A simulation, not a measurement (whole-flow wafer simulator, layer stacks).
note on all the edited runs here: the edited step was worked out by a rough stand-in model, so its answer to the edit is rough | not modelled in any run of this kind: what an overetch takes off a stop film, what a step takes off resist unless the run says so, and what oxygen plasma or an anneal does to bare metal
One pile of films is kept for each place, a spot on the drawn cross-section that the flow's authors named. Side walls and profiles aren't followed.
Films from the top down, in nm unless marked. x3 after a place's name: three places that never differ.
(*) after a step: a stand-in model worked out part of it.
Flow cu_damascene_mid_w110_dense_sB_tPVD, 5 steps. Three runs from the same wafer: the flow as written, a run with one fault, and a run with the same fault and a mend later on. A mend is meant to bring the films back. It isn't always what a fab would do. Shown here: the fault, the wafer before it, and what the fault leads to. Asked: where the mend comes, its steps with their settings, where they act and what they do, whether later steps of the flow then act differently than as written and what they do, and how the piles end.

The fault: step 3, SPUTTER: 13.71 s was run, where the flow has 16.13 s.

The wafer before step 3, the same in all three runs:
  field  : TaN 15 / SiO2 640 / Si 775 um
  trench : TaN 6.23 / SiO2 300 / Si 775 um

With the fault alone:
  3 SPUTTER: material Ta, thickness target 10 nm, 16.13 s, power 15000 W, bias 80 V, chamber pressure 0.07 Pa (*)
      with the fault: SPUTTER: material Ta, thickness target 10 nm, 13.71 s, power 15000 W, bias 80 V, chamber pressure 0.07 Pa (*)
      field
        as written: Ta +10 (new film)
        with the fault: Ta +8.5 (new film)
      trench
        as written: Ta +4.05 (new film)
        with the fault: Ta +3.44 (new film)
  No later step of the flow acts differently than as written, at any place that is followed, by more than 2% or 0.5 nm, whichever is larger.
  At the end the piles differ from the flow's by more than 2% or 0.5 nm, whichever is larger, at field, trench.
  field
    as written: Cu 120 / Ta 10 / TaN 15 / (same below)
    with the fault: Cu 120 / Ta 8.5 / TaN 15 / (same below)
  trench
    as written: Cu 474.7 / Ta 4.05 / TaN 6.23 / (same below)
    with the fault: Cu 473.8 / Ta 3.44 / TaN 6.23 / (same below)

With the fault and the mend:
  The mend comes after step 3.
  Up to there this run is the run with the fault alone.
  3a SPUTTER: material Ta, thickness target 10 nm, 2.42 s, power 15000 W, bias 80 V, chamber pressure 0.07 Pa (*) (the flow's step 3 once more, with other settings)
      field
        Ta +1.5
      trench
        Ta +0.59
  No later step of the flow acts differently than as written, at any place that is followed, by more than 2% or 0.5 nm, whichever is larger.
  At the end the piles differ from the flow's only slightly at the places that both follow, by at most 2% or 0.5 nm, whichever is larger.
